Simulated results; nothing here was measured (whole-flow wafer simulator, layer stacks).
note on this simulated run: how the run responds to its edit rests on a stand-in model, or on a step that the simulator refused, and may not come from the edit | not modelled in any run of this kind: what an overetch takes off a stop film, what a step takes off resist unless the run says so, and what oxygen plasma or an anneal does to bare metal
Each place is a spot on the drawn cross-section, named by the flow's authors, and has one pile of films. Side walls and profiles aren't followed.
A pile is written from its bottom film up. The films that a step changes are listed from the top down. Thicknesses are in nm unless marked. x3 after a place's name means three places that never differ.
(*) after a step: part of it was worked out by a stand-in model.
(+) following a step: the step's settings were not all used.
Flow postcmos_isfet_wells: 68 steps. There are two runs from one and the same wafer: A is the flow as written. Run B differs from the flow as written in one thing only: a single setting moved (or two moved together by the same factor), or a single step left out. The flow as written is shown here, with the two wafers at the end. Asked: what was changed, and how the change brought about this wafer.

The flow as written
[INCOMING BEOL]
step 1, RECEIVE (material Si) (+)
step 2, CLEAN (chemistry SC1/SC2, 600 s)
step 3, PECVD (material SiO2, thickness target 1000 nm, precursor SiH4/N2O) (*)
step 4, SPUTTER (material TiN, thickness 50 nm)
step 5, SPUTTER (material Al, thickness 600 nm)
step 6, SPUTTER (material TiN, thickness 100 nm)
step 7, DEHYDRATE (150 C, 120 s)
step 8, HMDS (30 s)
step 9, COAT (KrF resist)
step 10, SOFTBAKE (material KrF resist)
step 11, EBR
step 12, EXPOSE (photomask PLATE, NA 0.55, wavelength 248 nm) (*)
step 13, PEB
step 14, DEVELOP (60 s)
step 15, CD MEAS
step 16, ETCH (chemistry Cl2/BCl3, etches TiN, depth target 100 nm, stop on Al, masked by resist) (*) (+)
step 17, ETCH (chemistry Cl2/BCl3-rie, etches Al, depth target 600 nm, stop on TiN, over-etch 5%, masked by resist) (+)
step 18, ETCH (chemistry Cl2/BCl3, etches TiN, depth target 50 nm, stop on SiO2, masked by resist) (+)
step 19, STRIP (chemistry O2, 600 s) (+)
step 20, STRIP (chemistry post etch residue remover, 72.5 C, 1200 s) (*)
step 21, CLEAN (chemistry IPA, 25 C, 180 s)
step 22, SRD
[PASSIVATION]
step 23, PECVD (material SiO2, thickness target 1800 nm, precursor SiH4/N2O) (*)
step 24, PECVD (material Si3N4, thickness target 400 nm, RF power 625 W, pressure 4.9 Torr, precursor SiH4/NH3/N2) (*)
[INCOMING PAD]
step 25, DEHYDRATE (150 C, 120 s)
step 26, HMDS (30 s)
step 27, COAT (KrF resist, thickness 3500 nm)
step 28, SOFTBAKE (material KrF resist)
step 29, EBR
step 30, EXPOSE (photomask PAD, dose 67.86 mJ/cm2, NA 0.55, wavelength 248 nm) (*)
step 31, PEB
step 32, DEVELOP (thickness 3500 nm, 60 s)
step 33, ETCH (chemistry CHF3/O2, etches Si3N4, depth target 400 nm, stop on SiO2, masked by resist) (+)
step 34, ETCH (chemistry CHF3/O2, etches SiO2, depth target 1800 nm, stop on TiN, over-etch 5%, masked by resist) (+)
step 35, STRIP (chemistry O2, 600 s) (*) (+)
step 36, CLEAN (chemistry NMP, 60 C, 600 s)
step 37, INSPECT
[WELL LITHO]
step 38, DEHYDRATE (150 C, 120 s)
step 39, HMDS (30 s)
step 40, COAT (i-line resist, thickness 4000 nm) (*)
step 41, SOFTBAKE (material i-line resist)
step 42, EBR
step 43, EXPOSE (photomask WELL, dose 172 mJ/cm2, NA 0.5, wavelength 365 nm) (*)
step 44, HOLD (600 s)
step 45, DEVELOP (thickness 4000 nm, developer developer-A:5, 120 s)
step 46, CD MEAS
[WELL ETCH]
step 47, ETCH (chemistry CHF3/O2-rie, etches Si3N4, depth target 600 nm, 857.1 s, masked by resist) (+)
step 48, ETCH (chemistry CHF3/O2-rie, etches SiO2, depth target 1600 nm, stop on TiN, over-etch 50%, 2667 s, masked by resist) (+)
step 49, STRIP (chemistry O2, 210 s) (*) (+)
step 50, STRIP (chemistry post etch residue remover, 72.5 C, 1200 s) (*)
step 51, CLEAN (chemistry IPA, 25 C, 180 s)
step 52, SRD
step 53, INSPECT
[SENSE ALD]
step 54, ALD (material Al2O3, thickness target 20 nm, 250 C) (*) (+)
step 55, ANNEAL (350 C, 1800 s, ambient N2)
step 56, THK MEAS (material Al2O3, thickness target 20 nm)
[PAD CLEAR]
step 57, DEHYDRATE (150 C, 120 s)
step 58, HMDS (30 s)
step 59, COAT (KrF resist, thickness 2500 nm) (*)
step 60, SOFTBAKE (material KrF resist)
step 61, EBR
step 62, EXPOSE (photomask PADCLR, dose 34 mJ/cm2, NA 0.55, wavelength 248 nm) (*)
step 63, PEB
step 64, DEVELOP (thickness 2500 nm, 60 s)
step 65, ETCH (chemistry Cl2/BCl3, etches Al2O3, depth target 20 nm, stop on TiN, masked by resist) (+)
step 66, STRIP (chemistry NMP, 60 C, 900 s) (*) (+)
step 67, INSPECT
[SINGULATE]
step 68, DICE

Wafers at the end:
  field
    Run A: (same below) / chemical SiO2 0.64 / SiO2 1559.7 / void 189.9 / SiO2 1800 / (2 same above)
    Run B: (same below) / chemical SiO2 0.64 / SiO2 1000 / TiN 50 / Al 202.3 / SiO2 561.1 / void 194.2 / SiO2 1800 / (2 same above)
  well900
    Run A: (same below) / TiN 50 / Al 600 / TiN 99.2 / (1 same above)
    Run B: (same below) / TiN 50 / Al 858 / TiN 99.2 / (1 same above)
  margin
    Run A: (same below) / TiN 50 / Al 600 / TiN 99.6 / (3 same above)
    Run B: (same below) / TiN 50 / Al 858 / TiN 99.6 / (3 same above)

What caused this: step 5, SPUTTER: thickness 858 nm was run, while the flow as written has thickness 600 nm.
The wafer itself shows it: well900 has Al 858, and step 5 as written asks for 600 nm.

Step by step, how the change led to this:
  step 5, SPUTTER (material Al, thickness 600 nm)
      field, margin, well900, well1300 x3, pad_rim, pad_clr, pad_open: A Al gains 600 (new film) | B Al gains 858 (new film)
  step 17, ETCH (chemistry Cl2/BCl3-rie, etches Al, depth target 600 nm, stop on TiN, over-etch 5%, masked by resist) (+)
      field: A Al loses 600 (all of it) | B Al loses 600
  step 18, ETCH (chemistry Cl2/BCl3, etches TiN, depth target 50 nm, stop on SiO2, masked by resist) (+)
      field: A TiN loses 50 (all of it) | B Al loses 50
  step 20, STRIP (chemistry post etch residue remover, 72.5 C, 1200 s) (*)
      field: A nothing | B Al loses 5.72
  step 23, PECVD (material SiO2, thickness target 1800 nm, precursor SiH4/N2O) (*)
      field: A SiO2 gains 1800 (new film), void gains 189.9 (new film), SiO2 gains 559.7 | B SiO2 gains 1800 (new film), void gains 194.2 (new film), SiO2 gains 561.1 (new film)
If metal films that touch count as one body, field has 1 body; the flow as written gives 0 bodies.
